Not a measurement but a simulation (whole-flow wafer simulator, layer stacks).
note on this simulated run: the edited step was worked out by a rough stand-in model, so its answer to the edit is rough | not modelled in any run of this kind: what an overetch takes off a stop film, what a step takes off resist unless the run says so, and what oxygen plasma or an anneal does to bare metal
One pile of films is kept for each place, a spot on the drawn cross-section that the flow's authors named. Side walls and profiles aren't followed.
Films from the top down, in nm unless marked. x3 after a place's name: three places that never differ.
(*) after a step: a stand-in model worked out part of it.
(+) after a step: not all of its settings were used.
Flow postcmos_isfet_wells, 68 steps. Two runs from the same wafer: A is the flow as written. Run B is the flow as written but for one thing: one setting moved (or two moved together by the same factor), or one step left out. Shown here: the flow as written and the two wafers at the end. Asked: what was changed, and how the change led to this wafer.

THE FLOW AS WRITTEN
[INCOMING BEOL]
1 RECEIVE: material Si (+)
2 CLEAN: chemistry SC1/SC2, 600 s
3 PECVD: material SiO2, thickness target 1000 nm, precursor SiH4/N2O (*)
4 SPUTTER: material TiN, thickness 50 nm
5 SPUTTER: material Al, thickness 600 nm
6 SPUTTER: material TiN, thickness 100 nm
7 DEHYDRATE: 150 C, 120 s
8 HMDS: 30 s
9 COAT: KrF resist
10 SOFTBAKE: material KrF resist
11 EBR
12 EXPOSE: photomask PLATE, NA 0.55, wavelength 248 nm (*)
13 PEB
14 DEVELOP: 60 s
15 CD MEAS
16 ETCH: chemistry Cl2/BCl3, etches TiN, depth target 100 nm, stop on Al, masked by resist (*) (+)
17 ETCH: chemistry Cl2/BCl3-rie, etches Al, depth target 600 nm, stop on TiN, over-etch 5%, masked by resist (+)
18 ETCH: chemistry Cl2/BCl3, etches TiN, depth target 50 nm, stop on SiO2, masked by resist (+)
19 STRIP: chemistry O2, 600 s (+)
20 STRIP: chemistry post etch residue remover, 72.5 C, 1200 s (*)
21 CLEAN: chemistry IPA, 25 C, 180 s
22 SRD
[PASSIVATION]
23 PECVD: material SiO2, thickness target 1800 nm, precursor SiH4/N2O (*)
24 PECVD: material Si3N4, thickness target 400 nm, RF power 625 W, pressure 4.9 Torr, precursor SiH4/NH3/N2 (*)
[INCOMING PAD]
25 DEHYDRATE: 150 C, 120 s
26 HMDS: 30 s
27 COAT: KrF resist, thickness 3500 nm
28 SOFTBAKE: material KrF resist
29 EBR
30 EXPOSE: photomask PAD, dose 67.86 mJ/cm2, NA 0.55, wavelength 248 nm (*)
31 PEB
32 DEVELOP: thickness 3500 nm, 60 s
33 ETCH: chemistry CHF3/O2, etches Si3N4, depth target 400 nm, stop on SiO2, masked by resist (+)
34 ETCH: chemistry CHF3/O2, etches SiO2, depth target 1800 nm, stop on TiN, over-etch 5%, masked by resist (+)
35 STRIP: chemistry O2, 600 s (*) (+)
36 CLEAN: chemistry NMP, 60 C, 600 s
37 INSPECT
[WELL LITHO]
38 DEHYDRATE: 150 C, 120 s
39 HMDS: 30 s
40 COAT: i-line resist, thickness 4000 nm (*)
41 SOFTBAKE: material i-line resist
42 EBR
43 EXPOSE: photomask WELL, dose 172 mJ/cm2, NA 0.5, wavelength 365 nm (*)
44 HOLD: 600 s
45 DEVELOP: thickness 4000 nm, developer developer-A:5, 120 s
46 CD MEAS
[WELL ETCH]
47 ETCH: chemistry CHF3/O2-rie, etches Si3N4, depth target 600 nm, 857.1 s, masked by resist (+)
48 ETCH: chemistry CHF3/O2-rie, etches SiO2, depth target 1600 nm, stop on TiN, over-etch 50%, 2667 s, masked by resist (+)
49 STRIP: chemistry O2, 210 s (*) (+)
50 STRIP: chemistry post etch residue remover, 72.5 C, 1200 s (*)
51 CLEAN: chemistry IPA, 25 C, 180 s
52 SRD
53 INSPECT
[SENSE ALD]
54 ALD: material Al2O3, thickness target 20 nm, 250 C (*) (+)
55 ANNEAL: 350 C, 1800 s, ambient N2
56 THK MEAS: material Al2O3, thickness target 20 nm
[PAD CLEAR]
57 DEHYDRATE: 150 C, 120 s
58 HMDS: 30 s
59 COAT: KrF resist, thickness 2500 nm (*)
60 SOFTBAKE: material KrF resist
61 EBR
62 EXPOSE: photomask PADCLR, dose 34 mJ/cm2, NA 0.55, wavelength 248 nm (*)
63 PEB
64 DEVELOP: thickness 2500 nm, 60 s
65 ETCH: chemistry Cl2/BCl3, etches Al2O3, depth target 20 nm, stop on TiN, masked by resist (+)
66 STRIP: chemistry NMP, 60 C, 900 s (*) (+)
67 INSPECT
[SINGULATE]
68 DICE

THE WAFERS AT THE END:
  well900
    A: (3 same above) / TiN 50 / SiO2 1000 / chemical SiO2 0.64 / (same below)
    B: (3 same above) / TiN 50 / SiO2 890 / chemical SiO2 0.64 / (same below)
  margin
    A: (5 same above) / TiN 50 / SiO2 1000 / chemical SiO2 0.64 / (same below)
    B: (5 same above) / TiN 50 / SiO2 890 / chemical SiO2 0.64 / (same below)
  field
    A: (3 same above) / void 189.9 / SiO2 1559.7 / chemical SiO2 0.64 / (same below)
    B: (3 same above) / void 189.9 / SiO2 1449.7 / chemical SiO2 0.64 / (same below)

The cause: step 3, PECVD: thickness target 890 nm was run, where the flow has thickness target 1000 nm.
It can be read off the wafer: well900 has SiO2 890, and step 3 as written asks for 1000 nm.

How the change led to this, step by step:
  3 PECVD: material SiO2, thickness target 1000 nm, precursor SiH4/N2O (*)
      field, margin, well900, well1300 x3, pad_rim, pad_clr, pad_open: A SiO2 +1000 (new film) | B SiO2 +890 (new film)
